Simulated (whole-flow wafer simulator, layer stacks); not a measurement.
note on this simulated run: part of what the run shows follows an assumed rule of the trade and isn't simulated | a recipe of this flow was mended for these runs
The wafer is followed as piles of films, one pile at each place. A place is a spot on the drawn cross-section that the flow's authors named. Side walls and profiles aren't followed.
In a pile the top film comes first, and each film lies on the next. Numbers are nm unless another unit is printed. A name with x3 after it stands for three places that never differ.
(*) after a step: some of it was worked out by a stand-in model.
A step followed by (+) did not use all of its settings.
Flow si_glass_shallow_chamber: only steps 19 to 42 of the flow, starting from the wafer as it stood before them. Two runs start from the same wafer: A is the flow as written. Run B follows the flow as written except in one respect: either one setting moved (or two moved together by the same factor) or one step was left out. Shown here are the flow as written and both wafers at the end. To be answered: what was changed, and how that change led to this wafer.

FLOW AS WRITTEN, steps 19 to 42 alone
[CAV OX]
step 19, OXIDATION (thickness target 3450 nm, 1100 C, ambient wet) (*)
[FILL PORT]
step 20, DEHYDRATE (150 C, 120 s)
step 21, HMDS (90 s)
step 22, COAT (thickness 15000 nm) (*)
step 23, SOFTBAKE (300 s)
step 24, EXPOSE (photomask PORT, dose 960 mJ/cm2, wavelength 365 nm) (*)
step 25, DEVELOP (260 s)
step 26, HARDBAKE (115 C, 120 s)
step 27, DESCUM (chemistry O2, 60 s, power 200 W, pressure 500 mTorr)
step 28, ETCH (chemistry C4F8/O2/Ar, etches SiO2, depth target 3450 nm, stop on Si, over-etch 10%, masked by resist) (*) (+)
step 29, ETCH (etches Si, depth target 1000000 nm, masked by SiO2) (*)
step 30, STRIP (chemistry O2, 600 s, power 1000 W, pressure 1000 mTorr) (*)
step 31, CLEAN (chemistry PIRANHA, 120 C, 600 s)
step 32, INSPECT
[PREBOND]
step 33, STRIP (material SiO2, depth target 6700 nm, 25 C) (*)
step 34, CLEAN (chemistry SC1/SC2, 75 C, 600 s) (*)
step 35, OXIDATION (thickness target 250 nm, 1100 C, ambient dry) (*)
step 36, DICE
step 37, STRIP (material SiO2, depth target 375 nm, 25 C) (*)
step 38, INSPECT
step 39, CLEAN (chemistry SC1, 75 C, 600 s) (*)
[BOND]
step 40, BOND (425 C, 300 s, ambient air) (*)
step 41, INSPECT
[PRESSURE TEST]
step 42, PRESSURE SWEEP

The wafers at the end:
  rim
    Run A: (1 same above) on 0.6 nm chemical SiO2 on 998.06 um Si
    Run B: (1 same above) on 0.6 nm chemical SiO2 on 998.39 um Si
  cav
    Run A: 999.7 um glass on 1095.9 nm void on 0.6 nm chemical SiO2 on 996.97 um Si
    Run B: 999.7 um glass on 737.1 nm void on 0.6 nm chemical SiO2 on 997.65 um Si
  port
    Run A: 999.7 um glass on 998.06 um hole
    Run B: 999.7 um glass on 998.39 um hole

The reason: step 19, OXIDATION: thickness target 1898 nm was run, while the flow as written has thickness target 3450 nm.

The path from the change to this, step by step:
  step 19, OXIDATION (thickness target 3450 nm, 1100 C, ambient wet) (*)
      rim, ramp, septum, ring: A +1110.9 SiO2, -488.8 Si | B +374.5 SiO2, -164.8 Si
      cav, port: A +3450 SiO2 (new film), -0.6 chemical SiO2 (all of it), -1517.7 Si | B +1898 SiO2 (new film), -0.6 chemical SiO2 (all of it), -834.9 Si
  step 22, COAT (thickness 15000 nm) (*)
      rim: A +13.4 um thick-i-line-resist (new film) | B +13.22 um thick-i-line-resist (new film)
      ramp: A +12.89 um thick-i-line-resist (new film) | B +12.65 um thick-i-line-resist (new film)
      (and at 4 other places as well)
  step 23, SOFTBAKE (300 s)
      rim: A -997 thick-i-line-resist | B -1126.5 thick-i-line-resist
      ramp: A -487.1 thick-i-line-resist | B -556.2 thick-i-line-resist
      (and at 4 other places as well)
  step 25, DEVELOP (260 s)
      port: A -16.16 um thick-i-line-resist (all of it) | B -16.3 um thick-i-line-resist (all of it)
  step 26, HARDBAKE (115 C, 120 s)
      rim, ramp: A -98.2 thick-i-line-resist | B -94.5 thick-i-line-resist
  step 28, ETCH (chemistry C4F8/O2/Ar, etches SiO2, depth target 3450 nm, stop on Si, over-etch 10%, masked by resist) (*) (+)
      rim, ramp, cav, septum, ring: A -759 thick-i-line-resist | B -417.6 thick-i-line-resist
      port: A -3450 SiO2 (all of it), -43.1 Si | B -1898 SiO2 (all of it), -237.1 Si
  step 29, ETCH (etches Si, depth target 1000000 nm, masked by SiO2) (*)
      rim, ramp: A -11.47 um thick-i-line-resist (all of it), -1617.3 SiO2 | B -11.5 um thick-i-line-resist (all of it), -1601.7 SiO2
      port: A +997.05 um hole (new film), -997.05 um Si (all of it) | B +997.54 um hole (new film), -997.54 um Si (all of it)
      (and at 2 other places as well)
  step 30, STRIP (chemistry O2, 600 s, power 1000 W, pressure 1000 mTorr) (*)
      cav: A -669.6 thick-i-line-resist (all of it) | B -1149.8 thick-i-line-resist (all of it)
  step 33, STRIP (material SiO2, depth target 6700 nm, 25 C) (*)
      rim, ramp: A -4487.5 SiO2 (all of it) | B -3766.7 SiO2 (all of it)
      cav: A -3450 SiO2 (all of it) | B -1898 SiO2 (all of it)
      (and at 2 other places as well)
  step 40, BOND (425 C, 300 s, ambient air) (*)
      cav: A +999.7 um glass (new film), +1095.9 void (new film) | B +999.7 um glass (new film), +737.1 void (new film)
      port: A +999.7 um glass (new film), +1017.3 hole | B +999.7 um glass (new film), +852.4 hole
